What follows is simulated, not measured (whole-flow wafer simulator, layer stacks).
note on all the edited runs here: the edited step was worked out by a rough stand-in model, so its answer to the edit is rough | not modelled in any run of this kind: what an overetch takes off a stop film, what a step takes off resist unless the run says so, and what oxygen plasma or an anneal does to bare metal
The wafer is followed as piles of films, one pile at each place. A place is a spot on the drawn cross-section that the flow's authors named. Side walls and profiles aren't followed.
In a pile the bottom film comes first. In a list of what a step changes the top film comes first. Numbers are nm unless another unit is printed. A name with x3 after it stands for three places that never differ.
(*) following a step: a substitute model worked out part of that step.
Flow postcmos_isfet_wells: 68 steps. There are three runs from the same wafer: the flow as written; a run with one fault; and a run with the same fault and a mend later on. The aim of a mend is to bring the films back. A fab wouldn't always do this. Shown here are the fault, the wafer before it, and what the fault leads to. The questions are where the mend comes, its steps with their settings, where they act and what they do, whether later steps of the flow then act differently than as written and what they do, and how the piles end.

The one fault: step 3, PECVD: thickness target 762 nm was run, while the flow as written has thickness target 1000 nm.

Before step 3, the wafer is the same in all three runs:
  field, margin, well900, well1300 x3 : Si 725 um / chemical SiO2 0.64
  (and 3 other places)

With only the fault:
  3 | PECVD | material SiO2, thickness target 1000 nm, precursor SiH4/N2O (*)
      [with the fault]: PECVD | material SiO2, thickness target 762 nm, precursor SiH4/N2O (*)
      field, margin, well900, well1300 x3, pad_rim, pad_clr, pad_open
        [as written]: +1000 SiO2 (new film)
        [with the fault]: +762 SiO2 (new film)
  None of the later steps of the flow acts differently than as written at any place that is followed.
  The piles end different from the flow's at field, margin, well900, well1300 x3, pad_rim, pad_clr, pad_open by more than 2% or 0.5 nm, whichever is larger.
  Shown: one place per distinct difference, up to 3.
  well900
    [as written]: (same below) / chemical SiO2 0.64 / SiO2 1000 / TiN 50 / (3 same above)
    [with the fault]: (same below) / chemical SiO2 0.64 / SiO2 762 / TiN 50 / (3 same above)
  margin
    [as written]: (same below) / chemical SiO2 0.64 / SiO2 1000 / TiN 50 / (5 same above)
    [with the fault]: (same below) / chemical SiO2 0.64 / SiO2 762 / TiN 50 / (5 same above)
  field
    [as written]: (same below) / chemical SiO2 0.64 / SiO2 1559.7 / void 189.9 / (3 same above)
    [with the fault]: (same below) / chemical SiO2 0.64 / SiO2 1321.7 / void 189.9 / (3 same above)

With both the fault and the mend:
  The mend stands after step 3.
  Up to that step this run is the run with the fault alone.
  3a | ETCH | chemistry boe, depth target 876.3 nm
      field, margin, well900, well1300 x3, pad_rim, pad_clr, pad_open
        -762 SiO2 (all of it), -0.64 chemical SiO2 (all of it)
  3b | PECVD | material SiO2, thickness target 1000 nm, precursor SiH4/N2O (a further turn of the flow's step 3)
      field, margin, well900, well1300 x3, pad_rim, pad_clr, pad_open
        +1000 SiO2 (new film)
  None of the later steps of the flow acts differently than as written at any place that is followed.
  The piles end different from the flow's at field, margin, well900, well1300 x3, pad_rim, pad_clr, pad_open by more than 2% or 0.5 nm, whichever is larger.
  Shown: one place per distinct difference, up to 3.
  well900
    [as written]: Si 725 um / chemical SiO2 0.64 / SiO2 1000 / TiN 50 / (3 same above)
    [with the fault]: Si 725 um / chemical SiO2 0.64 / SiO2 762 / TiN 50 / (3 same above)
    [with the mend]: Si 725 um / SiO2 1000 / TiN 50 / (3 same above)
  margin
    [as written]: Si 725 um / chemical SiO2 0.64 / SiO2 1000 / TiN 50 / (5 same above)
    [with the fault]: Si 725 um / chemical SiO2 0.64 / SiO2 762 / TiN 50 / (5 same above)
    [with the mend]: Si 725 um / SiO2 1000 / TiN 50 / (5 same above)
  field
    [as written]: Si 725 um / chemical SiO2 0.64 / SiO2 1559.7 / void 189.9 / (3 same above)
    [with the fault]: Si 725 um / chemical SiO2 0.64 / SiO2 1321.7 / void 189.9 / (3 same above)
    [with the mend]: Si 725 um / SiO2 1559.7 / void 189.9 / (3 same above)
